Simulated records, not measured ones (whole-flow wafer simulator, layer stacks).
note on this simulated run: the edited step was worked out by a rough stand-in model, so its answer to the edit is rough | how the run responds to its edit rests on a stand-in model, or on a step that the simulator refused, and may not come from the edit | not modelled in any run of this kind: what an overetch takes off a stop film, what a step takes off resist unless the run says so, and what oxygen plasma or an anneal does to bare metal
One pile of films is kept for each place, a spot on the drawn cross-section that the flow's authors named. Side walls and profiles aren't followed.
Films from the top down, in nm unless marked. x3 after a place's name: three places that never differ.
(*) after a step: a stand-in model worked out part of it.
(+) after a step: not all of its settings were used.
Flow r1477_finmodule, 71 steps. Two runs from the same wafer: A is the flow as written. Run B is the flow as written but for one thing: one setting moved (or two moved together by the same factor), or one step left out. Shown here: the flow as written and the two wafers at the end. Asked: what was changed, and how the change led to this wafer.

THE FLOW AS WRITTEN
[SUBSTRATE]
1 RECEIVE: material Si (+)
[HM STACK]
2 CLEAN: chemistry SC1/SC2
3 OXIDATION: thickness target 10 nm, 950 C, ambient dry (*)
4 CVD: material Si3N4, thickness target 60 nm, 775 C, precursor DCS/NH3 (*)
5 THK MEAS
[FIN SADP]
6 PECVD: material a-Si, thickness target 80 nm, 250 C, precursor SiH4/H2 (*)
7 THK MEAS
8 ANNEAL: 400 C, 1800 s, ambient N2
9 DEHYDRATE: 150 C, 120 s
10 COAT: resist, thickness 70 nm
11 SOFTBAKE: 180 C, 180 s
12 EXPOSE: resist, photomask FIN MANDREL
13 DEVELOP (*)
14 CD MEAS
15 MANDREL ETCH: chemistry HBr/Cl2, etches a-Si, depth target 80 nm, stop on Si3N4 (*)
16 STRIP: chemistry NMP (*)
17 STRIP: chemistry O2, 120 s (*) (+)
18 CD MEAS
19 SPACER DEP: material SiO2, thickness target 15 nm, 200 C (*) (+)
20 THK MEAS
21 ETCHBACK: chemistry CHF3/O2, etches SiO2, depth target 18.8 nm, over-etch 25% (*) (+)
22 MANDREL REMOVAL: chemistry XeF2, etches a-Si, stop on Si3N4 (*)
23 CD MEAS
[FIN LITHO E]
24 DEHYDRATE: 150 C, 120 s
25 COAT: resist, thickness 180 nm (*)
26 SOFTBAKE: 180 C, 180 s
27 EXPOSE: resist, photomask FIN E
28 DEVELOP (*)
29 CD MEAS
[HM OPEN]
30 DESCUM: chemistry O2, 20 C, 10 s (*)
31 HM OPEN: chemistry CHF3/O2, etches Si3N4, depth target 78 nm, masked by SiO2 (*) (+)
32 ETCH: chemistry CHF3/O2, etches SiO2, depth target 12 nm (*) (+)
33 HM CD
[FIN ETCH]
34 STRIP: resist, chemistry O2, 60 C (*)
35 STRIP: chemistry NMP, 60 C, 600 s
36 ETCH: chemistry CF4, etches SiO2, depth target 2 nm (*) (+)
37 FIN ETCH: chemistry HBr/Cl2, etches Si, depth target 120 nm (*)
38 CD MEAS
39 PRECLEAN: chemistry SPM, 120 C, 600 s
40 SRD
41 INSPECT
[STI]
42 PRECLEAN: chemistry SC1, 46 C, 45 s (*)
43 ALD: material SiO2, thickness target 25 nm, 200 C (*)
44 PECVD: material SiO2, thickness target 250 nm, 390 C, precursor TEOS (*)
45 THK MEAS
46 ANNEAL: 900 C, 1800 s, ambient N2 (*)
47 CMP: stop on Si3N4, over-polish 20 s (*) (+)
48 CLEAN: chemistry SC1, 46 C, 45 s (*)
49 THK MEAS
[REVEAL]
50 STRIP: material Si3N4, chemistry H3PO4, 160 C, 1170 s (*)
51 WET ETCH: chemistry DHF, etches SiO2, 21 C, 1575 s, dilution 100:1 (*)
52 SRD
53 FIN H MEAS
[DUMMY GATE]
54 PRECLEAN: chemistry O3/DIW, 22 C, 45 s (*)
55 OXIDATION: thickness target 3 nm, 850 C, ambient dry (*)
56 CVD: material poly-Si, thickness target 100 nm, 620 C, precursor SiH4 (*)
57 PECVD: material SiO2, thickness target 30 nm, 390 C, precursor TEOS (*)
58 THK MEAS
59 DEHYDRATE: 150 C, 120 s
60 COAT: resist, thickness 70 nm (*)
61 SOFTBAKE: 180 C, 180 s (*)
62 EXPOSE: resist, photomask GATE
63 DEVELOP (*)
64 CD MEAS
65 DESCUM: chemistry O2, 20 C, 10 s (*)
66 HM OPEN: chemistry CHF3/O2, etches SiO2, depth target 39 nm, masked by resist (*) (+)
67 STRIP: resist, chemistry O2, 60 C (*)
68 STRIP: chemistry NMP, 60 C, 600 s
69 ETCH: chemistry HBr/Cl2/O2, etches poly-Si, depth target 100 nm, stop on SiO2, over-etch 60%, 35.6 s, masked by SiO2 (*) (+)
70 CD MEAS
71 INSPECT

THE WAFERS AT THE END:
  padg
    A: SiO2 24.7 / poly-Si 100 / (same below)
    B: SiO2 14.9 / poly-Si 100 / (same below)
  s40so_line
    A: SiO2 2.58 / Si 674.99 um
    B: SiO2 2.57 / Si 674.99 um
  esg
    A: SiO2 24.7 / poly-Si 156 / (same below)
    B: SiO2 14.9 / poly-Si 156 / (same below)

The cause: step 57, PECVD: thickness target 20.2 nm was run, where the flow has thickness target 30 nm.

How the change led to this, step by step:
  57 PECVD: material SiO2, thickness target 30 nm, 390 C, precursor TEOS (*)
      pad, padg, elg and 33 more: A SiO2 +30 (new film) | B SiO2 +20.2 (new film)
  66 HM OPEN: chemistry CHF3/O2, etches SiO2, depth target 39 nm, masked by resist (*) (+)
      pad, elo, eso and 15 more: A SiO2 -30 (all of it), poly-Si -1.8 | B SiO2 -20.2 (all of it), poly-Si -2.02
      padg, elg, esg and 15 more: A resist -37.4 | B resist -29
  67 STRIP: resist, chemistry O2, 60 C (*)
      padg, elg, esg: A resist -15.9 (all of it) | B resist -24.2 (all of it)
      e40lg, e100lg, e200lg: A resist -12.8 (all of it) | B resist -21.1 (all of it)
      (and at 12 more places)
